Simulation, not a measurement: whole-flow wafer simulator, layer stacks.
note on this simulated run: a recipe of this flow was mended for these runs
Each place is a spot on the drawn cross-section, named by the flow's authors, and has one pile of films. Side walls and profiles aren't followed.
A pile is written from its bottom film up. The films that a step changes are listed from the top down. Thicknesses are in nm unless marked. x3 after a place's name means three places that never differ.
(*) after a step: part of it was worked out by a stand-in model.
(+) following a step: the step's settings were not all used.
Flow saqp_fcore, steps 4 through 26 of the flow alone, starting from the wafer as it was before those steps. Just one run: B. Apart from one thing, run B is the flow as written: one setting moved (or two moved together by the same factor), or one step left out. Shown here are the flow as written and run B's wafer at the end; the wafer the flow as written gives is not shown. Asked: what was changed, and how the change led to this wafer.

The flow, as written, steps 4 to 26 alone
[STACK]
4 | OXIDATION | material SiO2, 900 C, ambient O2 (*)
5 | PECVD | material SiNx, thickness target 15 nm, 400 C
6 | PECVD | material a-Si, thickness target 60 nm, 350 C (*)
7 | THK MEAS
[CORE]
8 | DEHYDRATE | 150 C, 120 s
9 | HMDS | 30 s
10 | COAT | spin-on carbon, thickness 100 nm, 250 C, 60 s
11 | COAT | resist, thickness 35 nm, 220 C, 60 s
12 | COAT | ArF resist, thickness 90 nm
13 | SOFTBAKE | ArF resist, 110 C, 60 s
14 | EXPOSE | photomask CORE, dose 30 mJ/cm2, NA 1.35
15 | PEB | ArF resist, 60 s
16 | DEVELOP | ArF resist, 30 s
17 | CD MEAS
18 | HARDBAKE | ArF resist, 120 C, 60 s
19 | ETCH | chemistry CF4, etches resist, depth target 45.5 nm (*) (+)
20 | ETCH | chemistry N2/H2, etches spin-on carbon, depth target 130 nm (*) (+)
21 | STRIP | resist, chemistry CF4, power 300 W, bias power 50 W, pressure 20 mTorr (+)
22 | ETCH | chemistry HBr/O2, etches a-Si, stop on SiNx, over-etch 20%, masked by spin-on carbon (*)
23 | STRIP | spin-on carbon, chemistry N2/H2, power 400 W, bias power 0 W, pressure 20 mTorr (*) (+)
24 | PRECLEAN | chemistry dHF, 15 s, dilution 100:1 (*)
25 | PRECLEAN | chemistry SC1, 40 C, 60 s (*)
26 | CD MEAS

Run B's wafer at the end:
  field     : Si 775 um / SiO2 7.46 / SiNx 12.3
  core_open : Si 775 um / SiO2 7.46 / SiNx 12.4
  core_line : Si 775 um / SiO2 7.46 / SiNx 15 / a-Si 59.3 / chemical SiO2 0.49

What caused this: step 4, OXIDATION: 869 C was run, though the flow has 900 C.

How this came from the change, step by step:
  4 | OXIDATION | material SiO2, 900 C, ambient O2 (*)
      field, core_open, core_line: SiO2 gains 7.46 (new film), chemical SiO2 loses 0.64 (all of it), Si loses 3 (it would be, as written: SiO2 gains 10 (new film), chemical SiO2 loses 0.64 (all of it), Si loses 4.12)
